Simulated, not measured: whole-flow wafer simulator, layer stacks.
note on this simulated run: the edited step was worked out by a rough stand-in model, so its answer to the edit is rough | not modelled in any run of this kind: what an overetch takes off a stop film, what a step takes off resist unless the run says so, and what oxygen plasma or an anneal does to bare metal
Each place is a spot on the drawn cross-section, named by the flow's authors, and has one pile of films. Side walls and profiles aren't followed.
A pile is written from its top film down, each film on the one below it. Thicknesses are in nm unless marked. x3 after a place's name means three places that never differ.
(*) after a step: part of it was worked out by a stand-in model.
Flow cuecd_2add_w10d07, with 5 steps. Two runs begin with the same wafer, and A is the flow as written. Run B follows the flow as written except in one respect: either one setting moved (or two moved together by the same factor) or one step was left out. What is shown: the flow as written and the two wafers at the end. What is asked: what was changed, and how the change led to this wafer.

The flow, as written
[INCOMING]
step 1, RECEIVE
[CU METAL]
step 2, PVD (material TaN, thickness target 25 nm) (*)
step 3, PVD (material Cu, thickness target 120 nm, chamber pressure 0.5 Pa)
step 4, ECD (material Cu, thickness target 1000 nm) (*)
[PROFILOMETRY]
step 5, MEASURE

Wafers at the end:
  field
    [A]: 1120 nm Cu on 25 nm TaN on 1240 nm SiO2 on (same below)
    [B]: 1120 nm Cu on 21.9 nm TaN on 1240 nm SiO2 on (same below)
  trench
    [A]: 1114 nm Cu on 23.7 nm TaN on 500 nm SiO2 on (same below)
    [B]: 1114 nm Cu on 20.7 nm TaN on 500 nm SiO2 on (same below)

Cause: step 2, PVD: thickness target 21.9 nm was run, whereas the flow has thickness target 25 nm.
The wafer itself shows it: field has TaN 21.9, and step 2 as written asks for 25 nm.

How this came from the change, step by step:
  step 2, PVD (material TaN, thickness target 25 nm) (*)
      field: A +25 TaN (new film) | B +21.9 TaN (new film)
      trench: A +23.7 TaN (new film) | B +20.7 TaN (new film)
